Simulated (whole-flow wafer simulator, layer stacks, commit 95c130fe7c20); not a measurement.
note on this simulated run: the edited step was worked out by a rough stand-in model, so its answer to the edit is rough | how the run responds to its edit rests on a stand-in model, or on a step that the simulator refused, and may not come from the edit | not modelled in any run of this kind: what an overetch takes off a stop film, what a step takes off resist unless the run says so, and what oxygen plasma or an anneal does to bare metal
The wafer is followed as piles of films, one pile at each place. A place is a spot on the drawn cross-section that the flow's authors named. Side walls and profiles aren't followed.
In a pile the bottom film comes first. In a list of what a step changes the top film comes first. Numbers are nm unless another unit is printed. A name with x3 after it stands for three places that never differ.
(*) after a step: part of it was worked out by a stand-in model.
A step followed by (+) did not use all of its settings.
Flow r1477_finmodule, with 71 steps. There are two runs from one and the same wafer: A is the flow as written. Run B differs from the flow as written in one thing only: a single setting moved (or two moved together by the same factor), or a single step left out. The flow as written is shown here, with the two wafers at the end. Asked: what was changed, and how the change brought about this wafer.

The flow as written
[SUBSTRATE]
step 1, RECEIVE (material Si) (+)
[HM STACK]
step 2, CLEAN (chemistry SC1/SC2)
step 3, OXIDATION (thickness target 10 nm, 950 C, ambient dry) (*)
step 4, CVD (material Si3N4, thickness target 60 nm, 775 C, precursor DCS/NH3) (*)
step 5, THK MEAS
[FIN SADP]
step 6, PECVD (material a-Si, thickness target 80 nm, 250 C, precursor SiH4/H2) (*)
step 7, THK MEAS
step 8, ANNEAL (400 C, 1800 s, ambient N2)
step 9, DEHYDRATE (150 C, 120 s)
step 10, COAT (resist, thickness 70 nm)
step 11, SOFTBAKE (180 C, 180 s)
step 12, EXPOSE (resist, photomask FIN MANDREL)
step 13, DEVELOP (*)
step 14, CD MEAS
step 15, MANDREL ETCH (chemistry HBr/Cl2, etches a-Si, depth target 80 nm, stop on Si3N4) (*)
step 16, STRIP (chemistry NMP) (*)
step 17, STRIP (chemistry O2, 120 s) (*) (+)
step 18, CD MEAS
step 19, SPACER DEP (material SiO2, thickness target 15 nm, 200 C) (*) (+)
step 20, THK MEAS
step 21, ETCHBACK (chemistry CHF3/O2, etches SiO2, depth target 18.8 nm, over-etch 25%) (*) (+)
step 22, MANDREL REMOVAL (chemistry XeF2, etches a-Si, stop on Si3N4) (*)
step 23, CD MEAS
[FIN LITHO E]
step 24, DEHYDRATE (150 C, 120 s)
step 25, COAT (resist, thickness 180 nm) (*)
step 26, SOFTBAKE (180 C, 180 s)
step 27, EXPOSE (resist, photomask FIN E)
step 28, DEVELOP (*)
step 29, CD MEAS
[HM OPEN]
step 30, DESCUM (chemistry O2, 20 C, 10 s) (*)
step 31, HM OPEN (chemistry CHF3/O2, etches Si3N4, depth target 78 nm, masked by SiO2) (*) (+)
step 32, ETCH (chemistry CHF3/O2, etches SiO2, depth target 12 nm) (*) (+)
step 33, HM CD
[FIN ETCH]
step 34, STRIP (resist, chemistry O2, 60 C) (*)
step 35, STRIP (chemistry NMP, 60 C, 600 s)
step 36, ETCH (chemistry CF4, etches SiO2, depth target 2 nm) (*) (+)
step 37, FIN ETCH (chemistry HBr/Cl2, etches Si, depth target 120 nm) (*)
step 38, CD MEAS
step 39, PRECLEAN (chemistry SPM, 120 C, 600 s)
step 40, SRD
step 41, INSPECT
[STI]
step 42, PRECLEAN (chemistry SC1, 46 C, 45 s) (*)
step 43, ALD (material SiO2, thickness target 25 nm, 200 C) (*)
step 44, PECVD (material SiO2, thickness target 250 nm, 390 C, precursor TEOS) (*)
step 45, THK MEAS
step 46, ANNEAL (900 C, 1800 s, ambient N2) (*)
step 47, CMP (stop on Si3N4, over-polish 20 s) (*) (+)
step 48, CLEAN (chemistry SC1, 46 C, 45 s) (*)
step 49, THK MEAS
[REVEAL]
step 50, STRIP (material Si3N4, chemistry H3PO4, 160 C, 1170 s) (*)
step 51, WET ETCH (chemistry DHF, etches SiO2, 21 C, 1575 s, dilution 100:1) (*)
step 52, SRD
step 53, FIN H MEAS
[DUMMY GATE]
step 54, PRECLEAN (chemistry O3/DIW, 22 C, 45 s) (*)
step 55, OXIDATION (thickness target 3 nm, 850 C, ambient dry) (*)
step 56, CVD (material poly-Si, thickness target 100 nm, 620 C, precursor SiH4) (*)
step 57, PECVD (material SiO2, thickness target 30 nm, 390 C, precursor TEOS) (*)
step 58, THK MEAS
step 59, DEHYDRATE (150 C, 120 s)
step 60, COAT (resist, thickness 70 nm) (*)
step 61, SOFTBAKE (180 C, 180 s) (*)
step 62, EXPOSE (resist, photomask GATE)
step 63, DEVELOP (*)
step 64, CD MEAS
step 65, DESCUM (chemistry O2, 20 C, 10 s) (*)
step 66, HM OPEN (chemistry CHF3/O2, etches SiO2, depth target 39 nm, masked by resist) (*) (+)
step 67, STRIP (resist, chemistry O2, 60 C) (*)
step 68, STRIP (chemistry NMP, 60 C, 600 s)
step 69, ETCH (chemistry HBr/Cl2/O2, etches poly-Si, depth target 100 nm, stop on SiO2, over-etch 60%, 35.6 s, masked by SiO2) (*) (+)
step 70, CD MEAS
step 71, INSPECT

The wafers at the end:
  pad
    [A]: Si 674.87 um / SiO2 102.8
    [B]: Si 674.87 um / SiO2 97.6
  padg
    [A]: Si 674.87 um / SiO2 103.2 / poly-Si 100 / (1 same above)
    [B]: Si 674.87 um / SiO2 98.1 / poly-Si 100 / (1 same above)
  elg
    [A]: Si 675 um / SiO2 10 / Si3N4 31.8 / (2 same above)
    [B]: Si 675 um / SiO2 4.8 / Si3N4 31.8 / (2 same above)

What caused this: step 3, OXIDATION: thickness target 4.8 nm was run, though the flow has thickness target 10 nm.
The wafer itself shows it: elg has SiO2 4.8, and step 3 as written asks for 10 nm.

Step by step, how the change led to this:
  step 3, OXIDATION (thickness target 10 nm, 950 C, ambient dry) (*)
      pad, padg, elg and 33 more: A SiO2 gains 10 (new film), chemical SiO2 loses 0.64 (all of it), Si loses 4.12 | B SiO2 gains 4.8 (new film), chemical SiO2 loses 0.64 (all of it), Si loses 1.83
  step 31, HM OPEN (chemistry CHF3/O2, etches Si3N4, depth target 78 nm, masked by SiO2) (*) (+)
      s40cg, s45cg, s50cg, s40co, s45co, s50co: A Si3N4 loses 60 (all of it), SiO2 loses 9 | B Si3N4 loses 60 (all of it), SiO2 loses 4.8 (all of it)
      pad, padg, esg and 13 more: A Si3N4 loses 56.4 (all of it), SiO2 loses 10 (all of it) | B Si3N4 loses 56.4 (all of it), SiO2 loses 4.8 (all of it)
  step 32, ETCH (chemistry CHF3/O2, etches SiO2, depth target 12 nm) (*) (+)
      s40cg, s40co: A SiO2 loses 1 (all of it), Si loses 2.2 | B Si loses 2.09
      s45cg, s45co: A SiO2 loses 1 (all of it), Si loses 2.2 | B Si loses 2.13
      (and at 2 other places as well)
  step 43, ALD (material SiO2, thickness target 25 nm, 200 C) (*)
      s40cg, s45cg, s40co, s45co: A SiO2 gains 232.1 (new film) | B SiO2 gains 226.8 (new film)
      s50cg, s50co: A SiO2 gains 232.1 (new film) | B SiO2 gains 226.9 (new film)
      (and at 1 other place as well)
  step 47, CMP (stop on Si3N4, over-polish 20 s) (*) (+)
      pad, padg, e40sg and 11 more: A SiO2 loses 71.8 | B SiO2 loses 77
      eso: A SiO2 loses 72.4 | B SiO2 loses 77.6
  step 51, WET ETCH (chemistry DHF, etches SiO2, 21 C, 1575 s, dilution 100:1) (*)
      s40sg_line, s45sg_line, s50sg_line, s40so_line, s45so_line, s50so_line: A SiO2 loses 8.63 (all of it) | B SiO2 loses 3.43 (all of it)
  step 56, CVD (material poly-Si, thickness target 100 nm, 620 C, precursor SiH4) (*)
      s40cg, s40co: A poly-Si gains 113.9 (new film) | B poly-Si gains 121.1 (new film)
      s45cg, s45co: A poly-Si gains 113.4 (new film) | B poly-Si gains 118.6 (new film)
      (and at 2 other places as well)
  step 60, COAT (resist, thickness 70 nm) (*)
      s40cg, s40co: A resist gains 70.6 (new film) | B resist gains 68.9 (new film)
      s40sg, s40so: A resist gains 91 (new film) | B resist gains 96.5 (new film)
      (and at 4 other places as well)
  step 63, DEVELOP (*)
      s40co: A resist loses 70.6 (all of it) | B resist loses 68.9 (all of it)
      s40so: A resist loses 91 (all of it) | B resist loses 96.5 (all of it)
      (and at 2 other places as well)
  step 67, STRIP (resist, chemistry O2, 60 C) (*)
      s40cg: A resist loses 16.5 (all of it) | B resist loses 14.8 (all of it)
      s40sg: A resist loses 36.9 (all of it) | B resist loses 42.4 (all of it)
      (and at 2 other places as well)
  step 69, ETCH (chemistry HBr/Cl2/O2, etches poly-Si, depth target 100 nm, stop on SiO2, over-etch 60%, 35.6 s, masked by SiO2) (*) (+)
      s40co: A chemical SiO2 loses 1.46 (all of it), poly-Si loses 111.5 (all of it), SiO2 loses 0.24 | B chemical SiO2 loses 1.46 (all of it), poly-Si loses 118.7 (all of it), SiO2 loses 0.21
      s45co: A chemical SiO2 loses 1.46 (all of it), poly-Si loses 110.9 (all of it), SiO2 loses 0.25 | B chemical SiO2 loses 1.46 (all of it), poly-Si loses 116.1 (all of it), SiO2 loses 0.22
      (and at 1 other place as well)
